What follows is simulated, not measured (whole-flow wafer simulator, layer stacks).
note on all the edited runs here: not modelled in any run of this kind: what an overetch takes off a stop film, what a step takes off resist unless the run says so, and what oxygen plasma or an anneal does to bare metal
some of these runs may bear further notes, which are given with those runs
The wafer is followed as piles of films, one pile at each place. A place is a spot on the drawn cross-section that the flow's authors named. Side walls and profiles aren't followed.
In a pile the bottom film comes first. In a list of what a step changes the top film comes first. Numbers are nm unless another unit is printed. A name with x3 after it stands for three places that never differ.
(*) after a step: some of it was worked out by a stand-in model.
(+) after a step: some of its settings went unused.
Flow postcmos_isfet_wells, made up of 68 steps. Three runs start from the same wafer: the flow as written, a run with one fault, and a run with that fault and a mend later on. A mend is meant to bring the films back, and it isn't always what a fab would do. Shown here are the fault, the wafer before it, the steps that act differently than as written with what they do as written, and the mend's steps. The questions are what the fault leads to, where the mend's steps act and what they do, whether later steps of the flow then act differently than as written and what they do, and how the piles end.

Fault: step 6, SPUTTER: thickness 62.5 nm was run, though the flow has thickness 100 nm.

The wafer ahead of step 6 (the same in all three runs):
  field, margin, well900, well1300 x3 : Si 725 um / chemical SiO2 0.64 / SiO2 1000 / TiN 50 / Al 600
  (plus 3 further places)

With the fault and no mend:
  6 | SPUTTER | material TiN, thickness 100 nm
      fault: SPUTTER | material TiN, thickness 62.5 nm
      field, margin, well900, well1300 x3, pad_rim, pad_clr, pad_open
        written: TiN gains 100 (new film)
        fault: TiN gains 62.5 (new film)
  Steps further on in the flow that do not act as written (not shown: 1 more step that differs only slightly, by at most 2% or 0.5 nm, whichever is larger):
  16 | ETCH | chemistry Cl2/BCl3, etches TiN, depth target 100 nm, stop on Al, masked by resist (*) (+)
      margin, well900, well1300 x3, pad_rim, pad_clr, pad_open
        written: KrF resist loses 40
        fault: KrF resist loses 37.5
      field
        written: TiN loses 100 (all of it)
        fault: TiN loses 62.5 (all of it)
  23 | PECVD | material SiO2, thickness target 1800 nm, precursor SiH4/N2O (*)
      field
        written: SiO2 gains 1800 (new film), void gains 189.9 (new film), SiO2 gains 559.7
        fault: SiO2 gains 1800 (new film), void gains 161.9 (new film), SiO2 gains 550.2
  At field, margin, well900, well1300 x3, pad_rim, pad_clr, pad_open, the piles at the end differ from the flow's by more than 2% or 0.5 nm, whichever is larger.
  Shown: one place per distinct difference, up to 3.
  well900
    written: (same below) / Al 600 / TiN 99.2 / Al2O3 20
    fault: (same below) / Al 600 / TiN 61.7 / Al2O3 20
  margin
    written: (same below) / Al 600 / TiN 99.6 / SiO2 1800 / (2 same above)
    fault: (same below) / Al 600 / TiN 62.1 / SiO2 1800 / (2 same above)
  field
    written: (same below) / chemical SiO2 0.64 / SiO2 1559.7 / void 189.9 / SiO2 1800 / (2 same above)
    fault: (same below) / chemical SiO2 0.64 / SiO2 1550.2 / void 161.9 / SiO2 1800 / (2 same above)

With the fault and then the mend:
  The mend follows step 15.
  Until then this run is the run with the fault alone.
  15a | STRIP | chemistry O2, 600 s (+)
      margin, well900, well1300 x3, pad_rim, pad_clr, pad_open
        KrF resist loses 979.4 (all of it)
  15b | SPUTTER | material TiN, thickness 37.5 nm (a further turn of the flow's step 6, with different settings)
      field, margin, well900, well1300 x3, pad_rim, pad_clr, pad_open
        TiN gains 37.5
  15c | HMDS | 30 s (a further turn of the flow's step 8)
      leaves every film unchanged at each place that is followed
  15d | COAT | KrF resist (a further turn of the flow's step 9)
      field, margin, well900, well1300 x3, pad_rim, pad_clr, pad_open
        KrF resist gains 1000 (new film)
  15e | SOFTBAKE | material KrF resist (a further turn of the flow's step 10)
      leaves every film unchanged at each place that is followed
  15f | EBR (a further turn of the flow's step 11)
      leaves every film unchanged at each place that is followed
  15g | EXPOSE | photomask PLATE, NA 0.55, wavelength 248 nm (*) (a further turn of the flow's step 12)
      leaves every film unchanged at each place that is followed
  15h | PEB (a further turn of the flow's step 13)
      field, margin, well900, well1300 x3, pad_rim, pad_clr, pad_open
        KrF resist loses 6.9
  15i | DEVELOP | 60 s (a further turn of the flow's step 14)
      margin, well900, well1300 x3, pad_rim, pad_clr, pad_open
        KrF resist loses 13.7
      field
        KrF resist loses 993.1 (all of it)
  Later steps of the flow that are run all act as written at every place that is followed.
  At every place that both follow, the piles at the end match the flow's.
